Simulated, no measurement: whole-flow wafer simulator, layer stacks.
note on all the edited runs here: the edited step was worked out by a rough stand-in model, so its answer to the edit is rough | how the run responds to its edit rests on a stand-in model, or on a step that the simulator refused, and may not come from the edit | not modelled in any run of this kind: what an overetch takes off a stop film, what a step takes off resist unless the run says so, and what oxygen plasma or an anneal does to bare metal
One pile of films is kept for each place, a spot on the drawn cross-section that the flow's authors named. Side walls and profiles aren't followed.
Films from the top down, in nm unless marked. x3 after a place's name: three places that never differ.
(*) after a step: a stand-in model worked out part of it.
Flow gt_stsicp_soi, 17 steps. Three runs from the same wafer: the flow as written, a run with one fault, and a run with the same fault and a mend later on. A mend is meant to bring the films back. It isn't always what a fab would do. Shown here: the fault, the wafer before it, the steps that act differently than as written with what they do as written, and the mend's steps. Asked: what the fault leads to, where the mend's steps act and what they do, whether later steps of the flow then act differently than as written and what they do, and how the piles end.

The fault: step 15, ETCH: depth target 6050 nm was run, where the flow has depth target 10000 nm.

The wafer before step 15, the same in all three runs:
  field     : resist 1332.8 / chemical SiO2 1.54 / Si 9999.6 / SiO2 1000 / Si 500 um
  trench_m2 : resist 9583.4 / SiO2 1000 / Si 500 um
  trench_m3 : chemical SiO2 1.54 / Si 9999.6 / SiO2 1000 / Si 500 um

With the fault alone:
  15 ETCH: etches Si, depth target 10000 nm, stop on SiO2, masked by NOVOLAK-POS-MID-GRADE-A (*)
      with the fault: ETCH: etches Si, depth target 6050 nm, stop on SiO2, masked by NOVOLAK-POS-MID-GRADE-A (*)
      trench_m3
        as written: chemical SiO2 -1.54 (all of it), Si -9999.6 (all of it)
        with the fault: chemical SiO2 -1.54 (all of it), Si -6050
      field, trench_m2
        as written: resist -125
        with the fault: resist -75.6
  Later steps of the flow that act differently than as written:
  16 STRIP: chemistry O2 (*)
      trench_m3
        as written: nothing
        with the fault: chemical SiO2 +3 (new film), Si -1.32
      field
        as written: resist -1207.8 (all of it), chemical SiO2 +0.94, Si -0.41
        with the fault: resist -1257.1 (all of it), chemical SiO2 +0.94, Si -0.42
  At the end the piles differ from the flow's by more than 2% or 0.5 nm, whichever is larger, at trench_m3.
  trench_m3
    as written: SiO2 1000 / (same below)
    with the fault: chemical SiO2 3 / Si 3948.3 / SiO2 1000 / (same below)

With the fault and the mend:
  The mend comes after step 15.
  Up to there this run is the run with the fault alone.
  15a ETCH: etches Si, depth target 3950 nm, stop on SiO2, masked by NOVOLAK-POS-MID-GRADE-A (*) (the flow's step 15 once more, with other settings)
      field, trench_m2
        resist -49.4
      trench_m3
        Si -3949.6 (all of it)
  No later step of the flow acts differently than as written at any place that is followed.
  At the end the piles are the same as the flow's at every place that both follow.
